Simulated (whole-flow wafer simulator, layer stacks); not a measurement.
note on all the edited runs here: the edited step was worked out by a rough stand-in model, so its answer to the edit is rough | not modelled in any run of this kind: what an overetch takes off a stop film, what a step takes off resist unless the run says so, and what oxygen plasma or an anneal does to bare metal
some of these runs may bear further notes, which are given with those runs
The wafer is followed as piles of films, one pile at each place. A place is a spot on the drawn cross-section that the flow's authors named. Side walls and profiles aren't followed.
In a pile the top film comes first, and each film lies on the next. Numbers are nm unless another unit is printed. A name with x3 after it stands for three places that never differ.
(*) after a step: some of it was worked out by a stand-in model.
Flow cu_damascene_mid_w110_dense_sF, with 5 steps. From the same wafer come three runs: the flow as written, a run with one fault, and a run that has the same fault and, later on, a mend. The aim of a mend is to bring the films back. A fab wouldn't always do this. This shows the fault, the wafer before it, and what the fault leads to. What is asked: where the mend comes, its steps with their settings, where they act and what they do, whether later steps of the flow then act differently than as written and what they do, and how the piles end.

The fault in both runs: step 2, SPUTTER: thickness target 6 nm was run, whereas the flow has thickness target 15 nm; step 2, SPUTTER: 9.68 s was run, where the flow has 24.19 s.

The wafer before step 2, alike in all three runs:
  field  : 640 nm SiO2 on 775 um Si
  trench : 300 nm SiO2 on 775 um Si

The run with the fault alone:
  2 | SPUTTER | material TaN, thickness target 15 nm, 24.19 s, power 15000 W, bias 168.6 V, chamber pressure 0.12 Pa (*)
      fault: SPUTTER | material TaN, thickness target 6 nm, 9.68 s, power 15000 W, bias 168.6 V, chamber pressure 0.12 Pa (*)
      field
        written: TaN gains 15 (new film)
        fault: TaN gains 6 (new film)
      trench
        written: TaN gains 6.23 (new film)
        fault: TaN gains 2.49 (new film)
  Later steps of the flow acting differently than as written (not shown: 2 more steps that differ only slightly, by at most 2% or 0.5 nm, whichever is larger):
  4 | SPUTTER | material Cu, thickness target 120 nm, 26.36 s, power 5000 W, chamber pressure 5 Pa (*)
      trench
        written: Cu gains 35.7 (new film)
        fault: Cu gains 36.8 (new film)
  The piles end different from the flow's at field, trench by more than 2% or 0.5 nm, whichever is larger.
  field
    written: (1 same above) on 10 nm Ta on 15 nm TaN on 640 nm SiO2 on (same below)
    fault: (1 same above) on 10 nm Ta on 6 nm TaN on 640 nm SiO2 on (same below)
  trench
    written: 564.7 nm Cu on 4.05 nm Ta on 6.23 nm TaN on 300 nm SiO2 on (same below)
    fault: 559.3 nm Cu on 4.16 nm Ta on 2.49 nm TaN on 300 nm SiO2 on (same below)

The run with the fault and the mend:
  After step 2 comes the mend.
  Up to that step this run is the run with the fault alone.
  2a | SPUTTER | material TaN, thickness target 9 nm, 14.51 s, power 15000 W, bias 168.6 V, chamber pressure 0.12 Pa (*) (the flow's step 2, run once more with other settings)
      field
        TaN gains 9
      trench
        TaN gains 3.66
  None of the later steps of the flow differs from how it acts as written, at any place that is followed, by more than 2% or 0.5 nm, whichever is larger.
  The piles end only slightly different from the flow's at the places that both follow, by no more than 2% or 0.5 nm, whichever is larger.
